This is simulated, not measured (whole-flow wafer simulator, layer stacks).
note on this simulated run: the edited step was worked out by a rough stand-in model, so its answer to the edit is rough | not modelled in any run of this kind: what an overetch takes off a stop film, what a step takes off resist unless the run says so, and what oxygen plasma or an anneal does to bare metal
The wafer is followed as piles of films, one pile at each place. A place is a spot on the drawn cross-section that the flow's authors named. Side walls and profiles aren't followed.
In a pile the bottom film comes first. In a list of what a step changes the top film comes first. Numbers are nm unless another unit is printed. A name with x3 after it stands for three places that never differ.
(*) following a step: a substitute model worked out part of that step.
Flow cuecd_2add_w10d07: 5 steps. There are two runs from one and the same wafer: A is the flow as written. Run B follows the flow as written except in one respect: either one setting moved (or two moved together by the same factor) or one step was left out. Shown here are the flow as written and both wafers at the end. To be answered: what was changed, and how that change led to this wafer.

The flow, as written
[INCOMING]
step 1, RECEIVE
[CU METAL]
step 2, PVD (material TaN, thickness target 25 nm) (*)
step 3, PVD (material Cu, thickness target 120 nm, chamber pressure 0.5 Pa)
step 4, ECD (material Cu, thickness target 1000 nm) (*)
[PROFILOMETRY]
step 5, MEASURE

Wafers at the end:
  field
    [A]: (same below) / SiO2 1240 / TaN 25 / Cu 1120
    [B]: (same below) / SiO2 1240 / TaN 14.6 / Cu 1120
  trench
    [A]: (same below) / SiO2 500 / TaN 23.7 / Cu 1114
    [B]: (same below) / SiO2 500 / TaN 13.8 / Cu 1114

Cause: step 2, PVD: thickness target 14.6 nm was run, though the flow has thickness target 25 nm.
The wafer itself shows it: field has TaN 14.6, and step 2 as written asks for 25 nm.

How this came from the change, step by step:
  step 2, PVD (material TaN, thickness target 25 nm) (*)
      field: A TaN gains 25 (new film) | B TaN gains 14.6 (new film)
      trench: A TaN gains 23.7 (new film) | B TaN gains 13.8 (new film)
